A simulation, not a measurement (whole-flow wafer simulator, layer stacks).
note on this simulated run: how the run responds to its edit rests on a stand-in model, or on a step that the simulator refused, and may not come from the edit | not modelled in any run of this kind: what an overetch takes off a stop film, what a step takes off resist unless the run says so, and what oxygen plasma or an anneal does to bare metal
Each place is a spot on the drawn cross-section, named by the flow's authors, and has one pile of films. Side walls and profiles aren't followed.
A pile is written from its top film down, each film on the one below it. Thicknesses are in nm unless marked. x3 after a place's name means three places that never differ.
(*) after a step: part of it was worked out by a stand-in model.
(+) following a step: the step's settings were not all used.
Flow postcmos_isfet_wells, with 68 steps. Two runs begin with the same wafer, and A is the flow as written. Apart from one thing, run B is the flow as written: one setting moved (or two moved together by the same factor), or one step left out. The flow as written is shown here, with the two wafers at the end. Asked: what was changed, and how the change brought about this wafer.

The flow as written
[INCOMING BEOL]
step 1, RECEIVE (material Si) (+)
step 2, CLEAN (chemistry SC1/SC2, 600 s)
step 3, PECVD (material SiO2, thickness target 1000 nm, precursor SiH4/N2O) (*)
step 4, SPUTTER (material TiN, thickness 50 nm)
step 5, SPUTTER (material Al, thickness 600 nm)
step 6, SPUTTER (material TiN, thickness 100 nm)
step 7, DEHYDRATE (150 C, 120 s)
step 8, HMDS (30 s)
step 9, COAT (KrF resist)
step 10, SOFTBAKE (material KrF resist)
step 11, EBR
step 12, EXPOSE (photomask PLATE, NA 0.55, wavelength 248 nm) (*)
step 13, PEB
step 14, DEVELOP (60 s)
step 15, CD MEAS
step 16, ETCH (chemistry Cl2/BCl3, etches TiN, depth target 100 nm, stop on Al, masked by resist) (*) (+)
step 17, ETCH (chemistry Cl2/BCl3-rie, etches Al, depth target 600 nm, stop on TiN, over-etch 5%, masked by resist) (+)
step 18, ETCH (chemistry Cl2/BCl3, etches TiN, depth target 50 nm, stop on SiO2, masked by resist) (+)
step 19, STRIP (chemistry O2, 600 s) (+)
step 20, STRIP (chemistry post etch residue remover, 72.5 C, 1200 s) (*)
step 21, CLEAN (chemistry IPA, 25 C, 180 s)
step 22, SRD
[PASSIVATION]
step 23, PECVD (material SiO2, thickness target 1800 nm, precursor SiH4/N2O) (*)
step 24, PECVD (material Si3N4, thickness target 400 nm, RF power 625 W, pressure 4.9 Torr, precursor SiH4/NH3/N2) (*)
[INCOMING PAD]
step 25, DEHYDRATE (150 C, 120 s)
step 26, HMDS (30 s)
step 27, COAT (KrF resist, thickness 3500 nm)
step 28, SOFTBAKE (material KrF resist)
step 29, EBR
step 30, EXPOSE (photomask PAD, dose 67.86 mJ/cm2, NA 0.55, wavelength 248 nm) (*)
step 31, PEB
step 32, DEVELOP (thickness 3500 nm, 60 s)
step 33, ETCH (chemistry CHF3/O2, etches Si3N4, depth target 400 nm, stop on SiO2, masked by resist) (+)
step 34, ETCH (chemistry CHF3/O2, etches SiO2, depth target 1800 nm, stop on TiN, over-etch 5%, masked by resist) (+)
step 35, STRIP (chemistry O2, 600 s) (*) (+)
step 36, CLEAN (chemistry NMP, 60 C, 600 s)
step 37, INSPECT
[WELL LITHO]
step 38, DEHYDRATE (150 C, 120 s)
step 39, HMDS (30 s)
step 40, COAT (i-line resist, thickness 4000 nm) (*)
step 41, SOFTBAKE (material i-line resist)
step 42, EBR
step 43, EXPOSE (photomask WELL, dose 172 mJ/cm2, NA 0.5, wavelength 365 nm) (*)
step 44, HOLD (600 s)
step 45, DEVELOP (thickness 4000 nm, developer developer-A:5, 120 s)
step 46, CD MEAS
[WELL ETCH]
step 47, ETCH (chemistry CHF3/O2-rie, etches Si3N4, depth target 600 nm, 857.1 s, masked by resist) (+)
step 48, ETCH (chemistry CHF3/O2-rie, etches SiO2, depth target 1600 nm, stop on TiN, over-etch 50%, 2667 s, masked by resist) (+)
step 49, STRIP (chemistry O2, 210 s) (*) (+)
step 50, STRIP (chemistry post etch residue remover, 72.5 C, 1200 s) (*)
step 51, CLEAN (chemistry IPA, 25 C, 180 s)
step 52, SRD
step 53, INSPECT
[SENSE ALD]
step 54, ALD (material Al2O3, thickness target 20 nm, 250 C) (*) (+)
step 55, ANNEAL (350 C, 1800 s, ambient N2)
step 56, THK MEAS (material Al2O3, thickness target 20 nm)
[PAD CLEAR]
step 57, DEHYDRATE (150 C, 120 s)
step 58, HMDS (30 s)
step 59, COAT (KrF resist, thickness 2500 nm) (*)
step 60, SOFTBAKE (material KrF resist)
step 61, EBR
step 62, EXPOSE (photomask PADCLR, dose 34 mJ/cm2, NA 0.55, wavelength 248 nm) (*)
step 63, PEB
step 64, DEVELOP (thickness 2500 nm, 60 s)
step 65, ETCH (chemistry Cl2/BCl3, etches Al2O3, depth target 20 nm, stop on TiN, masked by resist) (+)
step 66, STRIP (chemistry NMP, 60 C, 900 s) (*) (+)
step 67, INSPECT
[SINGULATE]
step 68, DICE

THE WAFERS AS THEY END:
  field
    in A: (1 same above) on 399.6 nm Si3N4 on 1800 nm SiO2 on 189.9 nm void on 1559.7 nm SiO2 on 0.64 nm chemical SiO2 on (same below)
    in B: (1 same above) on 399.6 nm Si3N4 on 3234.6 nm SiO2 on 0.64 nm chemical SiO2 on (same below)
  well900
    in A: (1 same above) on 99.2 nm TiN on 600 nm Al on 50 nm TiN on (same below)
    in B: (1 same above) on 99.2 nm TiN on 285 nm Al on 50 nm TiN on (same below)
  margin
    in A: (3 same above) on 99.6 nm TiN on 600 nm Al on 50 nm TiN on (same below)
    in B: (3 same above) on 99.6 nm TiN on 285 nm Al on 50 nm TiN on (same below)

Cause: step 5, SPUTTER: thickness 285 nm was run, though the flow has thickness 600 nm.
The wafer itself shows it: well900 has Al 285, and step 5 as written asks for 600 nm.

The path from the change to this, step by step:
  step 5, SPUTTER (material Al, thickness 600 nm)
      field, margin, well900, well1300 x3, pad_rim, pad_clr, pad_open: A +600 Al (new film) | B +285 Al (new film)
  step 17, ETCH (chemistry Cl2/BCl3-rie, etches Al, depth target 600 nm, stop on TiN, over-etch 5%, masked by resist) (+)
      margin, well900, well1300 x3, pad_rim, pad_clr, pad_open: A -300 KrF resist | B -149.6 KrF resist
      field: A -600 Al (all of it) | B -285 Al (all of it)
  step 19, STRIP (chemistry O2, 600 s) (+)
      margin, well900, well1300 x3, pad_rim, pad_clr, pad_open: A -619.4 KrF resist (all of it) | B -769.7 KrF resist (all of it)
  step 23, PECVD (material SiO2, thickness target 1800 nm, precursor SiH4/N2O) (*)
      field: A +1800 SiO2 (new film), +189.9 void (new film), +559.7 SiO2 | B +2234.6 SiO2
